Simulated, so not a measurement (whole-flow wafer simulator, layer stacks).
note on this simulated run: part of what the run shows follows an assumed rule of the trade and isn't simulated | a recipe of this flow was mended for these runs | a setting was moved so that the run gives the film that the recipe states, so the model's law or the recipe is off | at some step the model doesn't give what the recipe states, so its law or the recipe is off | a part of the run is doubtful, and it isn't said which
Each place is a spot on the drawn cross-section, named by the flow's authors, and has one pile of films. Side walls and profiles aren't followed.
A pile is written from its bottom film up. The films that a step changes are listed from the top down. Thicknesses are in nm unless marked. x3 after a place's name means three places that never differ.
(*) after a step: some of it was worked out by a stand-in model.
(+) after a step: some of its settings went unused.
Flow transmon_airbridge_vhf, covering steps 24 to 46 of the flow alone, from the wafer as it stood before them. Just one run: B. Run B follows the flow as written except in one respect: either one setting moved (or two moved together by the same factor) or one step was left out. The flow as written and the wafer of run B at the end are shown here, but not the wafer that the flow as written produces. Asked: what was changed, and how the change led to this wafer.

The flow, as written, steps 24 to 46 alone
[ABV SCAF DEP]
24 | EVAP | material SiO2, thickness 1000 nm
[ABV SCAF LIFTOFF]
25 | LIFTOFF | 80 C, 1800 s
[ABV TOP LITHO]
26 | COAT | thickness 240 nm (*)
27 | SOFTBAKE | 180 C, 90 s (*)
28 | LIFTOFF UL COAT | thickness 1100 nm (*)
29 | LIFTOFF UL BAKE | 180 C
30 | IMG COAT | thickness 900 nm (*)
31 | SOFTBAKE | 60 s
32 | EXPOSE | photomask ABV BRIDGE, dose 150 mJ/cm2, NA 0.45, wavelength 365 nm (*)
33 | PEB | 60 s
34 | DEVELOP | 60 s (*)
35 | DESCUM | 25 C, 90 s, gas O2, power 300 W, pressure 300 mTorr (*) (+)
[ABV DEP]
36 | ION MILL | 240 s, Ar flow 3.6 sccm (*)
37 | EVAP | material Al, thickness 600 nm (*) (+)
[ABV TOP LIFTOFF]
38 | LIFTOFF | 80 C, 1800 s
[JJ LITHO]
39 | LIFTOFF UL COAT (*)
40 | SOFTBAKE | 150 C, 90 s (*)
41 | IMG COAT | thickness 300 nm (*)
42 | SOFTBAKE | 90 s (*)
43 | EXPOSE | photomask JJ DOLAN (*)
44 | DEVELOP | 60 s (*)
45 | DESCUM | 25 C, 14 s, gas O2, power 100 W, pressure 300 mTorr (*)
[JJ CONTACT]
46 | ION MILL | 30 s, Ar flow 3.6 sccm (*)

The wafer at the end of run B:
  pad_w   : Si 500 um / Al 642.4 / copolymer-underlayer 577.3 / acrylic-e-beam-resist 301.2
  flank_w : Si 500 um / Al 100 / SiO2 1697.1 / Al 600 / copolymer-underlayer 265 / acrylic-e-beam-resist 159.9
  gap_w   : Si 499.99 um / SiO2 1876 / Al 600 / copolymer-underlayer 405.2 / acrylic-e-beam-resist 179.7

Cause: step 24, EVAP: thickness 1900 nm was run, whereas the flow has thickness 1000 nm.

How this came from the change, step by step:
  24 | EVAP | material SiO2, thickness 1000 nm
      field x3, jj_line, ground_far and 10 more: +1900 SiO2 (new film) (it would be, as written: +1000 SiO2 (new film))
      flank_w, flank_e: +1721.1 SiO2 (new film) (it would be, as written: +905.8 SiO2 (new film))
  25 | LIFTOFF | 80 C, 1800 s
      field x3, jj_line, trace_open_s x2: -1900 SiO2 (all of it), -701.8 i-line-resist (all of it), -1100 lift-off-underlayer (all of it), -240 acrylic-e-beam-resist (all of it) (it would be, as written: -1000 SiO2 (all of it), -701.8 i-line-resist (all of it), -1100 lift-off-underlayer (all of it), -240 acrylic-e-beam-resist (all of it))
      pad_w, pad_e: -1900 SiO2 (all of it), -696.3 i-line-resist (all of it), -1089.9 lift-off-underlayer (all of it), -239.3 acrylic-e-beam-resist (all of it) (it would be, as written: -1000 SiO2 (all of it), -696.3 i-line-resist (all of it), -1089.9 lift-off-underlayer (all of it), -239.3 acrylic-e-beam-resist (all of it))
      (and at 1 other place as well)
  26 | COAT | thickness 240 nm (*)
      flank_w, flank_e: +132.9 acrylic-e-beam-resist (new film) (it would be, as written: +155.2 acrylic-e-beam-resist (new film))
      gap_w, gap_e: +173.4 acrylic-e-beam-resist (new film) (it would be, as written: +211.2 acrylic-e-beam-resist (new film))
      (and at 7 other places as well)
  28 | LIFTOFF UL COAT | thickness 1100 nm (*)
      gap_w, gap_e: +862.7 lift-off-underlayer (new film) (it would be, as written: +979.6 lift-off-underlayer (new film))
      margin_s, margin_n: +642.2 lift-off-underlayer (new film) (it would be, as written: +823.4 lift-off-underlayer (new film))
      (and at 6 other places as well)
  30 | IMG COAT | thickness 900 nm (*)
      gap_w, gap_e: +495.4 i-line-resist (new film) (it would be, as written: +685.3 i-line-resist (new film))
      margin_s, margin_n: +338.5 i-line-resist (new film) (it would be, as written: +603.2 i-line-resist (new film))
      (and at 7 other places as well)
  33 | PEB | 60 s
      flank_w, flank_e: -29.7 i-line-resist (it would be, as written: -38.8 i-line-resist)
      gap_w, gap_e: -25.1 i-line-resist (it would be, as written: -35 i-line-resist)
      (and at 7 other places as well)
  34 | DEVELOP | 60 s (*)
      gap_w, gap_e: -470.3 i-line-resist (all of it), -862.7 lift-off-underlayer (all of it) (it would be, as written: -650.2 i-line-resist (all of it), -979.6 lift-off-underlayer (all of it))
      pad_w: -1015.9 i-line-resist (all of it), -1386.3 lift-off-underlayer (all of it) (it would be, as written: -937.3 i-line-resist (all of it), -1246.2 lift-off-underlayer (all of it))
      (and at 5 other places as well)
  35 | DESCUM | 25 C, 90 s, gas O2, power 300 W, pressure 300 mTorr (*) (+)
      field x3, jj_line, ground_far, trace_open_s x2, margin_s, margin_n: -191 i-line-resist (it would be, as written: -167.2 i-line-resist)
      flank_w, flank_e: -132.9 acrylic-e-beam-resist (all of it) (it would be, as written: -155.2 acrylic-e-beam-resist (all of it))
      (and at 6 other places as well)
  38 | LIFTOFF | 80 C, 1800 s
      field x3, jj_line, trace_open_s x2: -600 Al (all of it), -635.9 i-line-resist (all of it), -1100 lift-off-underlayer (all of it), -240 acrylic-e-beam-resist (all of it) (it would be, as written: -600 Al (all of it), -659.8 i-line-resist (all of it), -1100 lift-off-underlayer (all of it), -240 acrylic-e-beam-resist (all of it))
      margin_s, margin_n: -600 Al (all of it), -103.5 i-line-resist (all of it), -642.2 lift-off-underlayer (all of it), -120.8 acrylic-e-beam-resist (all of it) (it would be, as written: -600 Al (all of it), -378.2 i-line-resist (all of it), -823.4 lift-off-underlayer (all of it), -168.6 acrylic-e-beam-resist (all of it))
      (and at 1 other place as well)
  39 | LIFTOFF UL COAT (*)
      pad_w, pad_e: +577.3 copolymer-underlayer (new film) (it would be, as written: +513.6 copolymer-underlayer (new film))
      flank_w, flank_e: +265 copolymer-underlayer (new film) (it would be, as written: +308 copolymer-underlayer (new film))
      (and at 6 other places as well)
  41 | IMG COAT | thickness 300 nm (*)
      pad_w, pad_e: +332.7 acrylic-e-beam-resist (new film) (it would be, as written: +300.2 acrylic-e-beam-resist (new film))
      flank_w, flank_e: +191.4 acrylic-e-beam-resist (new film) (it would be, as written: +217.1 acrylic-e-beam-resist (new film))
      (and at 6 other places as well)
